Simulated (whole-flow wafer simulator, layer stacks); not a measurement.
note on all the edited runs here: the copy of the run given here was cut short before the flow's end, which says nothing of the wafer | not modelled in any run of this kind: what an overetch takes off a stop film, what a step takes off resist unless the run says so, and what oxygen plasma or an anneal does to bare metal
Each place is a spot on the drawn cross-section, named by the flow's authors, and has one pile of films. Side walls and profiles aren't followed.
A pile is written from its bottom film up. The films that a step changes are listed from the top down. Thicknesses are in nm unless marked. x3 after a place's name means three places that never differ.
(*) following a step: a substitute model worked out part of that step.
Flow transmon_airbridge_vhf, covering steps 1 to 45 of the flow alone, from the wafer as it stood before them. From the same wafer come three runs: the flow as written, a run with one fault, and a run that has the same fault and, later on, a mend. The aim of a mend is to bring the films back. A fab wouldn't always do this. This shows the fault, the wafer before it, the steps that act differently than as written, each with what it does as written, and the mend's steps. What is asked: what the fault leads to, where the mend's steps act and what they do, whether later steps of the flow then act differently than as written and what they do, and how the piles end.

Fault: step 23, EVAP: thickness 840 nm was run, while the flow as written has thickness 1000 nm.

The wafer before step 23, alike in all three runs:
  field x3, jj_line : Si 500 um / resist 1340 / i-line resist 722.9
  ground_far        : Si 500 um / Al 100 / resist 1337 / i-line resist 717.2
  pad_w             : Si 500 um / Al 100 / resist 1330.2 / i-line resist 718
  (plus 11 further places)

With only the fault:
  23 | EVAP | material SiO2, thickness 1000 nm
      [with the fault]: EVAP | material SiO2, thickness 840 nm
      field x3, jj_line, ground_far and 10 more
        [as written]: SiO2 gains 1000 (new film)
        [with the fault]: SiO2 gains 840 (new film)
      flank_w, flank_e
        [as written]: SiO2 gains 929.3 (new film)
        [with the fault]: SiO2 gains 780.6 (new film)
  Steps further on in the flow that do not act as written (not shown: 2 more steps that differ only slightly, by at most 2% or 0.5 nm, whichever is larger):
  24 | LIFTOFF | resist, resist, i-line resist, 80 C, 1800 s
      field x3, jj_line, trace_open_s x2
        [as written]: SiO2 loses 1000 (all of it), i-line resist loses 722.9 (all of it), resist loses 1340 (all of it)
        [with the fault]: SiO2 loses 840 (all of it), i-line resist loses 722.9 (all of it), resist loses 1340 (all of it)
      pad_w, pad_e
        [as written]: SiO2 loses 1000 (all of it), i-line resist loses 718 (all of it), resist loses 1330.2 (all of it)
        [with the fault]: SiO2 loses 840 (all of it), i-line resist loses 718 (all of it), resist loses 1330.2 (all of it)
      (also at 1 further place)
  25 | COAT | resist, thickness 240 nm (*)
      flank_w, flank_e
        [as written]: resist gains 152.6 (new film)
        [with the fault]: resist gains 157.8 (new film)
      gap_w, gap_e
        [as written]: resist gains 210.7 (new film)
        [with the fault]: resist gains 217.6 (new film)
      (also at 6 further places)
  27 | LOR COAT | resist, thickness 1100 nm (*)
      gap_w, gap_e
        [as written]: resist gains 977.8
        [with the fault]: resist gains 999.8
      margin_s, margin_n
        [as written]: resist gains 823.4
        [with the fault]: resist gains 861.7
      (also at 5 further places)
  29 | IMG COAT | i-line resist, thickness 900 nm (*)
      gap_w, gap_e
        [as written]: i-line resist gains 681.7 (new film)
        [with the fault]: i-line resist gains 720.3 (new film)
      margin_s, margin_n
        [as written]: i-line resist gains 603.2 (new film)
        [with the fault]: i-line resist gains 653.9 (new film)
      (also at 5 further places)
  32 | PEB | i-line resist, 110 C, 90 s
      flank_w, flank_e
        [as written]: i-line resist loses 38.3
        [with the fault]: i-line resist loses 39.9
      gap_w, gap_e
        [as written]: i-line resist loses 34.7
        [with the fault]: i-line resist loses 36.8
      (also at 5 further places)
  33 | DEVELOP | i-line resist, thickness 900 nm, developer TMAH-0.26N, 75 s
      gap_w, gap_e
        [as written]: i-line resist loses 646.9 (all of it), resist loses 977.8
        [with the fault]: i-line resist loses 683.5 (all of it), resist loses 999.8
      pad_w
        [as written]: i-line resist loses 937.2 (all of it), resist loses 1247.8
        [with the fault]: i-line resist loses 923.8 (all of it), resist loses 1222.8
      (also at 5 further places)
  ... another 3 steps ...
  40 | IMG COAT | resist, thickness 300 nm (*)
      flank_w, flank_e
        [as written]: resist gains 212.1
        [with the fault]: resist gains 217.2
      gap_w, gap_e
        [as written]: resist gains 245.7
        [with the fault]: resist gains 252.5
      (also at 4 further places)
  The piles end different from the flow's at flank_w, gap_w, cpw_trace, gap_e, flank_e, margin_s, bridge_strip, margin_n by more than 2% or 0.5 nm, whichever is larger.
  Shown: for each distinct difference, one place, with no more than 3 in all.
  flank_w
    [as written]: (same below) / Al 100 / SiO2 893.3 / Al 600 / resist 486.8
    [with the fault]: (same below) / Al 100 / SiO2 744.7 / Al 600 / resist 503.3
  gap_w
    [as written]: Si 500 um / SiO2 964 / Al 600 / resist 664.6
    [with the fault]: Si 500 um / SiO2 804 / Al 600 / resist 678.3
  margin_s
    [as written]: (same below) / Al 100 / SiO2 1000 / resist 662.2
    [with the fault]: (same below) / Al 100 / SiO2 840 / resist 684.1

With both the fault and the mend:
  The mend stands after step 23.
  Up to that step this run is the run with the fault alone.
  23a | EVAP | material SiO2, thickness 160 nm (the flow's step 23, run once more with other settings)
      field x3, jj_line, ground_far and 10 more
        SiO2 gains 160
      flank_w, flank_e
        SiO2 gains 148.7
  Later steps of the flow that are run all act as written at every place that is followed, up to a difference of at most 2% or 0.5 nm, whichever is larger.
  At the end the piles are close to the flow's at the places that both follow, differing by at most 2% or 0.5 nm, whichever is larger.
